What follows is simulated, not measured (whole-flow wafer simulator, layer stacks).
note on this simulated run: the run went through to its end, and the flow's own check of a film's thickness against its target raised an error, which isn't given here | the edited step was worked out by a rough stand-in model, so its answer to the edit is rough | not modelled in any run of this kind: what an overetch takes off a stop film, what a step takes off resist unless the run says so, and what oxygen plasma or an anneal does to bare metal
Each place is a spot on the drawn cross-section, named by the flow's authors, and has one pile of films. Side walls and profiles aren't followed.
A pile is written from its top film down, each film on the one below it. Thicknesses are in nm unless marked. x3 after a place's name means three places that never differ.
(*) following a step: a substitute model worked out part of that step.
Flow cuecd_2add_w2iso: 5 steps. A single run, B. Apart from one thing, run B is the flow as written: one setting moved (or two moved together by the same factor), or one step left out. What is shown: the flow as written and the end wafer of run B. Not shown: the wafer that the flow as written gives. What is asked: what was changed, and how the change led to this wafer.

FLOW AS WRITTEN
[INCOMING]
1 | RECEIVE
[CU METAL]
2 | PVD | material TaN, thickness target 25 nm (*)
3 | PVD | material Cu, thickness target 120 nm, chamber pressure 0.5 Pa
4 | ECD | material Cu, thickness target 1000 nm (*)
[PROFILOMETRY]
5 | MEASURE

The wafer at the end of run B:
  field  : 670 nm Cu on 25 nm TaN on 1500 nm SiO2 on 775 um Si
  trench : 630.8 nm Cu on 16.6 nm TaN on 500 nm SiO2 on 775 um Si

What caused this: step 4, ECD: thickness target 550 nm was run, whereas the flow has thickness target 1000 nm.

How this came from the change, step by step:
  4 | ECD | material Cu, thickness target 1000 nm (*)
      field: Cu gains 550 (in the flow as written it would be: Cu gains 1000)
      trench: Cu gains 550 (in the flow as written it would be: Cu gains 2047.6)
